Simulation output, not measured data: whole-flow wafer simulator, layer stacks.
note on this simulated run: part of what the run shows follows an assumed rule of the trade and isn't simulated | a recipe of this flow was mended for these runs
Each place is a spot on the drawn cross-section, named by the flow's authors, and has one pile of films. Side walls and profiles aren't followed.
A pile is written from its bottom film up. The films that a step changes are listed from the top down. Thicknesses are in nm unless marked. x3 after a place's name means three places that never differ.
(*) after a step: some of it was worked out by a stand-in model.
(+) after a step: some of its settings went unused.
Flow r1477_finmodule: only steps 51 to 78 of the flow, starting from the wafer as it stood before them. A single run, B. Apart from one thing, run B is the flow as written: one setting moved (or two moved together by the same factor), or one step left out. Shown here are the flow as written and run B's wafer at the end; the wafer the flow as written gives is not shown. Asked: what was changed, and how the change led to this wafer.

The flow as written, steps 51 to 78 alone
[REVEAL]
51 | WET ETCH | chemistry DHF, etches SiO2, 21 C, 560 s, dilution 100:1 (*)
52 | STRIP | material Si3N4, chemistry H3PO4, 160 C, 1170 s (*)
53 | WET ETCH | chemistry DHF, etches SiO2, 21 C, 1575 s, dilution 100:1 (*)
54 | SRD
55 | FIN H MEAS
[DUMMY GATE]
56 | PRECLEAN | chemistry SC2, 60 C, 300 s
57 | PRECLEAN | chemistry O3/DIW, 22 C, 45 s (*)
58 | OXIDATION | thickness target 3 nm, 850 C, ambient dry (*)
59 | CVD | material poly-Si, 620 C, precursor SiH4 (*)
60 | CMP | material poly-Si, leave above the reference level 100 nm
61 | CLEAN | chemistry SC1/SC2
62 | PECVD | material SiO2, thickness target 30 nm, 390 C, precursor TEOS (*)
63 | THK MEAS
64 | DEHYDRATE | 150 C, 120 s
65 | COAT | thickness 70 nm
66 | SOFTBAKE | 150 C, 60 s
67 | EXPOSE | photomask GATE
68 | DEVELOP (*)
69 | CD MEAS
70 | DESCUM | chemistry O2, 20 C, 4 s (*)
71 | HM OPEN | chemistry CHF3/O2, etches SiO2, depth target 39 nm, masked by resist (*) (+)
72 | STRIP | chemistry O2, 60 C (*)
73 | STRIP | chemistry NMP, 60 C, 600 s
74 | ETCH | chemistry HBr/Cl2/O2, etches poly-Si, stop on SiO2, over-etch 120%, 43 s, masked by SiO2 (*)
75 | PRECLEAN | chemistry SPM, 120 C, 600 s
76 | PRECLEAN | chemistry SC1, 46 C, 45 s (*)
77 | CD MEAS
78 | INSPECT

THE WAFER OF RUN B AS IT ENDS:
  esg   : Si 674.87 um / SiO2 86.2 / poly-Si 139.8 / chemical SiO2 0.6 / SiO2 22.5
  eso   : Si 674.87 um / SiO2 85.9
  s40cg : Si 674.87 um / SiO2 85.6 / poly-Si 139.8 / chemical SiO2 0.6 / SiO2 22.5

The reason: step 53, WET ETCH: 19 C was run, though the flow has 21 C.

How this came from the change, step by step:
  53 | WET ETCH | chemistry DHF, etches SiO2, 21 C, 1575 s, dilution 100:1 (*)
      esg, e40sg, e100sg and 17 more: -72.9 SiO2 (it would be, as written: -79.1 SiO2)
      pad, padg: -78.9 SiO2 (it would be, as written: -85.7 SiO2)
  59 | CVD | material poly-Si, 620 C, precursor SiH4 (*)
      esg, e40sg, e100sg and 15 more: +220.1 poly-Si (new film) (it would be, as written: +226.3 poly-Si (new film))
      e200sg, e200so: +213 poly-Si (new film) (it would be, as written: +219.2 poly-Si (new film))
  60 | CMP | material poly-Si, leave above the reference level 100 nm
      pad, padg: -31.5 poly-Si (it would be, as written: -24.8 poly-Si)
  74 | ETCH | chemistry HBr/Cl2/O2, etches poly-Si, stop on SiO2, over-etch 120%, 43 s, masked by SiO2 (*)
      eso, e40so, e100so, e200so, s40so, s45so, s50so: -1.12 chemical SiO2 (all of it), -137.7 poly-Si (all of it), -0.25 SiO2 (it would be, as written: -1.12 chemical SiO2 (all of it), -143.9 poly-Si (all of it), -0.22 SiO2)
      s40co, s45co, s50co: -1.12 chemical SiO2 (all of it), -137.6 poly-Si (all of it), -0.25 SiO2 (it would be, as written: -1.12 chemical SiO2 (all of it), -143.9 poly-Si (all of it), -0.22 SiO2)
      (and at 1 other place as well)
